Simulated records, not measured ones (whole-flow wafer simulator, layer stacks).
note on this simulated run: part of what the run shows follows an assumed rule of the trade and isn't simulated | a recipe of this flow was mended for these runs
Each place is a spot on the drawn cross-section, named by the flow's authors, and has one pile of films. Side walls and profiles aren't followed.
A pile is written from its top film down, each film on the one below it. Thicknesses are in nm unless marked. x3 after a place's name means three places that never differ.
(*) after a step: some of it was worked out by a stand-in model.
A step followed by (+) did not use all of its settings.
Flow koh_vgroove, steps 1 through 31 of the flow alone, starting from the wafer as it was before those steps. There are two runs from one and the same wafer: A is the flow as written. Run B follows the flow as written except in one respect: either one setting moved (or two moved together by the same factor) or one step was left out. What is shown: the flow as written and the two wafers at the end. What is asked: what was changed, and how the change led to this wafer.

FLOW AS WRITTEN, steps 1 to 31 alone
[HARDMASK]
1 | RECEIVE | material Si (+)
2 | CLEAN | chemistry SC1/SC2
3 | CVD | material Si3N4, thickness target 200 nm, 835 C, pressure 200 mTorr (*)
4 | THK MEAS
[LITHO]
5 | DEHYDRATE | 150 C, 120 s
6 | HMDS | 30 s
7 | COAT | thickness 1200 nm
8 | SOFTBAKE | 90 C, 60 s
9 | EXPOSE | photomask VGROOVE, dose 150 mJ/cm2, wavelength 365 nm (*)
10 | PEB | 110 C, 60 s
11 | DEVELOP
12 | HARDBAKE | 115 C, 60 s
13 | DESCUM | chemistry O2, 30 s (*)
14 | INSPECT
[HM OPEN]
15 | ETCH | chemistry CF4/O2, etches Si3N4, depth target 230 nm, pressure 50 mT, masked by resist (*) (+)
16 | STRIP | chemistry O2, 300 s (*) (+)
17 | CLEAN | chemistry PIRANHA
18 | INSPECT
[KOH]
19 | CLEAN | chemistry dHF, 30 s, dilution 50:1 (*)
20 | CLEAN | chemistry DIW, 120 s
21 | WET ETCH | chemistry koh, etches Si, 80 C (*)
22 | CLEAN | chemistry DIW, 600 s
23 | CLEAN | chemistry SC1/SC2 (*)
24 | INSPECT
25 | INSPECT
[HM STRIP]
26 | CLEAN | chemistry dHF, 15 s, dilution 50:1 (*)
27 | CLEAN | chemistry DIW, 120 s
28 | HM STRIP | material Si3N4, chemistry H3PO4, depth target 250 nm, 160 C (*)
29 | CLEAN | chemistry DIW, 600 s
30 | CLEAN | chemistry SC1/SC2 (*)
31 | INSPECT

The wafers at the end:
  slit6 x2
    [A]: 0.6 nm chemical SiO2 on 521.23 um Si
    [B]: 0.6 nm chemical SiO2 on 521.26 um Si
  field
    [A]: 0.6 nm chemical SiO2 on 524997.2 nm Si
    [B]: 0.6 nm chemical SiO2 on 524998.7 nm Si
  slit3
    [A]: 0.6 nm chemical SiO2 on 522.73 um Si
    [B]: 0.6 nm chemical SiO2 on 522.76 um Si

Cause: step 3, CVD: thickness target 230 nm was run, though the flow has thickness target 200 nm.

The path from the change to this, step by step:
  3 | CVD | material Si3N4, thickness target 200 nm, 835 C, pressure 200 mTorr (*)
      field, slit3, slit2, slit6 x2: A +200 Si3N4 (new film) | B +230 Si3N4 (new film)
  15 | ETCH | chemistry CF4/O2, etches Si3N4, depth target 230 nm, pressure 50 mT, masked by resist (*) (+)
      slit3, slit2, slit6 x2: A -200 Si3N4 (all of it), -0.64 chemical SiO2 (all of it), -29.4 Si | B -230 Si3N4 (all of it)
  16 | STRIP | chemistry O2, 300 s (*) (+)
      slit3, slit2, slit6 x2: A +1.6 chemical SiO2 (new film), -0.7 Si | B +0.97 chemical SiO2, -0.43 Si
  28 | HM STRIP | material Si3N4, chemistry H3PO4, depth target 250 nm, 160 C (*)
      field: A -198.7 Si3N4 (all of it), -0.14 chemical SiO2, -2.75 Si | B -228.7 Si3N4 (all of it), -0.14 chemical SiO2, -1.25 Si
